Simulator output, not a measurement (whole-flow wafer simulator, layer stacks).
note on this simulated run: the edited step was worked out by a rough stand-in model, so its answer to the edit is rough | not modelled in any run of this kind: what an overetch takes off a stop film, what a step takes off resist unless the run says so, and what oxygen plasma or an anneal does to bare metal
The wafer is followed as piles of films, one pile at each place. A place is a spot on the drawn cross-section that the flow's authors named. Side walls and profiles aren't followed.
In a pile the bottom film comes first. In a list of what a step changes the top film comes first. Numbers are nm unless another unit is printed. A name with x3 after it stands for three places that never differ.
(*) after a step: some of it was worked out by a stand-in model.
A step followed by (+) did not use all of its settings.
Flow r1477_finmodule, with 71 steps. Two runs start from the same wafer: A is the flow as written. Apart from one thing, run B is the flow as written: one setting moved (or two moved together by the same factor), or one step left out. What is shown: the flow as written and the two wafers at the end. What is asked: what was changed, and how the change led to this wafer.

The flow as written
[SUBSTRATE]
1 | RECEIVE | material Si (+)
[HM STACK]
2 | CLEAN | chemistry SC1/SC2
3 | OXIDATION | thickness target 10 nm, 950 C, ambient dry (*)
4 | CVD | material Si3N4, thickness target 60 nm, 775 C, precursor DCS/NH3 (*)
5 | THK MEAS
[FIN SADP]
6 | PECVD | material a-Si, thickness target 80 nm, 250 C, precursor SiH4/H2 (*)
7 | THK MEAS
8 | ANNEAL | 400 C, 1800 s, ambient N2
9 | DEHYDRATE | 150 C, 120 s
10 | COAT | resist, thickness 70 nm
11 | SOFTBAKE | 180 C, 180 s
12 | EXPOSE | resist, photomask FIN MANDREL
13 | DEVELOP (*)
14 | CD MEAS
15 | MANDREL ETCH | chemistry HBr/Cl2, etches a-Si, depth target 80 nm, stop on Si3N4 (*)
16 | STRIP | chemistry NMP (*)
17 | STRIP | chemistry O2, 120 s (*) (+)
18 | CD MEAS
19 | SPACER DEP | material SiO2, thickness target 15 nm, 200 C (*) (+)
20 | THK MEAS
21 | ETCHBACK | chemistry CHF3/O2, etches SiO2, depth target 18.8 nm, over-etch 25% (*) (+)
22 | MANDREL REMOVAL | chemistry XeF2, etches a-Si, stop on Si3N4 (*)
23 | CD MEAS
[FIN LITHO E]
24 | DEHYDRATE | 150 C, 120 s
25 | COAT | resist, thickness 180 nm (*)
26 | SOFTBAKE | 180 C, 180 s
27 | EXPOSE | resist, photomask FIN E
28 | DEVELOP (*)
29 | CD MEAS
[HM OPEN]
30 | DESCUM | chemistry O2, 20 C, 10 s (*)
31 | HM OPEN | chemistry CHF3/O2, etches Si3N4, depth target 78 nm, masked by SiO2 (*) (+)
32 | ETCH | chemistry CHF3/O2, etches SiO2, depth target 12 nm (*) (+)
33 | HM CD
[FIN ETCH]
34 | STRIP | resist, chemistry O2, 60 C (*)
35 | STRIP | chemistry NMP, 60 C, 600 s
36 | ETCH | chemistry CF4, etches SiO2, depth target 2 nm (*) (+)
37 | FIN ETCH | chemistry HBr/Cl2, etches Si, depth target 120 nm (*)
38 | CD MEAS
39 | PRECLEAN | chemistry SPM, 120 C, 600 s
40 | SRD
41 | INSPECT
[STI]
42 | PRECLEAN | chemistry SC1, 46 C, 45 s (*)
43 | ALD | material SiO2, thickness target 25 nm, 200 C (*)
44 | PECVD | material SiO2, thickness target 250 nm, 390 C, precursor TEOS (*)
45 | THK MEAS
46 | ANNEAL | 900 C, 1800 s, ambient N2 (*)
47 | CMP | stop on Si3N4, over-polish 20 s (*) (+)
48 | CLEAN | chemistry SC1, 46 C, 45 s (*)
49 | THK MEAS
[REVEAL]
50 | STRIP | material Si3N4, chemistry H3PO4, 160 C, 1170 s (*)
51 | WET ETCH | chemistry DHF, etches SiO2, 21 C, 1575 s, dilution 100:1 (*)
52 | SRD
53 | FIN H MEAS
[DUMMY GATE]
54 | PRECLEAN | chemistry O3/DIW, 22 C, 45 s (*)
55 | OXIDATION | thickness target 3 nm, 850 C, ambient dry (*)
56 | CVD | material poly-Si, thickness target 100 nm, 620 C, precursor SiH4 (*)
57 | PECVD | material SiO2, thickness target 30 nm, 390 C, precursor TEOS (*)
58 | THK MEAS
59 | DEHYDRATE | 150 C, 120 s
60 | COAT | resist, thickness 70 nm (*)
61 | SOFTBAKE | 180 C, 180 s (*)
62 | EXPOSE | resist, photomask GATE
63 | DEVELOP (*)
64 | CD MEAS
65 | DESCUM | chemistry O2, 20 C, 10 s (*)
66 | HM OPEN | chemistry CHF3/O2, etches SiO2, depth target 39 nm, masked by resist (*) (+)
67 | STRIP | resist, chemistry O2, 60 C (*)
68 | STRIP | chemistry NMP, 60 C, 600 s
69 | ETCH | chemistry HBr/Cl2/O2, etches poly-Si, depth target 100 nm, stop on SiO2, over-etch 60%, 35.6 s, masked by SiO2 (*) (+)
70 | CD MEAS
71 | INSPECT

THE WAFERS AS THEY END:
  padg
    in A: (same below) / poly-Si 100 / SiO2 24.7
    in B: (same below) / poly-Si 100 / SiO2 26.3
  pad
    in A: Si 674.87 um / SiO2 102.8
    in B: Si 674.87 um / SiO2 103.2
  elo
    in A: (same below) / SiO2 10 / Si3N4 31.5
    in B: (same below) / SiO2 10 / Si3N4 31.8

Cause: step 69, ETCH: depth target 70 nm was run, whereas the flow has depth target 100 nm.

The path from the change to this, step by step:
  69 | ETCH | chemistry HBr/Cl2/O2, etches poly-Si, depth target 100 nm, stop on SiO2, over-etch 60%, 35.6 s, masked by SiO2 (*) (+)
      padg, elg, esg and 15 more: A SiO2 loses 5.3 | B SiO2 loses 3.71
